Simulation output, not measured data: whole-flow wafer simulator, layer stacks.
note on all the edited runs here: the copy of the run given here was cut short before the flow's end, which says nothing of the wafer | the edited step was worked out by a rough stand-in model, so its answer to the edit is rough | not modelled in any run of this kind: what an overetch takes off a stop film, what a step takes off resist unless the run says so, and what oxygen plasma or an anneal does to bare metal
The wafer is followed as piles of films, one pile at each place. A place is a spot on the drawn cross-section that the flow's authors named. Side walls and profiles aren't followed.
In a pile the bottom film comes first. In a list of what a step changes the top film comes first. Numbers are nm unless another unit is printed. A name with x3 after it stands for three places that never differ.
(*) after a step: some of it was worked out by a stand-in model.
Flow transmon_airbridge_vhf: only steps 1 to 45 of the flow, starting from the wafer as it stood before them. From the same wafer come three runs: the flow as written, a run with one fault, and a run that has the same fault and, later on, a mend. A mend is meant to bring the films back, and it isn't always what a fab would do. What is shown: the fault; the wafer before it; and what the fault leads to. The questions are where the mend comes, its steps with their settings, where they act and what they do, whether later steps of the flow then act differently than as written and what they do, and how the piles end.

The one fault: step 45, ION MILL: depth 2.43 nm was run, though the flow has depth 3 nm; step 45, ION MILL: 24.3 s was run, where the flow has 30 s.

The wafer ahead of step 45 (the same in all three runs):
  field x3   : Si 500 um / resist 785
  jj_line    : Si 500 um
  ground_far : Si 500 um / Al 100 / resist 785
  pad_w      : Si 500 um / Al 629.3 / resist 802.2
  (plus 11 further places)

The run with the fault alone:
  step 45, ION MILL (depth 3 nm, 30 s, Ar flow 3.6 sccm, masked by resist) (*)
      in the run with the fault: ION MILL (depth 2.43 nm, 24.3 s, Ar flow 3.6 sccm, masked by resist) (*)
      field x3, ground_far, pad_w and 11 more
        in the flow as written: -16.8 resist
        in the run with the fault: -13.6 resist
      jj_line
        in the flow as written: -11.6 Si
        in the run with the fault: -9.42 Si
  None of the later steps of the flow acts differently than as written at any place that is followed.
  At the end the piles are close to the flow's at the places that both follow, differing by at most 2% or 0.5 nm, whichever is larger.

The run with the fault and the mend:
  After step 45 comes the mend.
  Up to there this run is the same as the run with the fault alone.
  step 45a, ION MILL (depth 0.57 nm, 5.7 s, Ar flow 3.6 sccm, masked by resist) (*) (the flow's step 45, run once more with other settings)
      field x3, ground_far, pad_w and 11 more
        -3.19 resist
      jj_line
        -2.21 Si
  None of the later steps of the flow acts differently than as written at any place that is followed.
  The piles end the same as the flow's at every place that both follow.
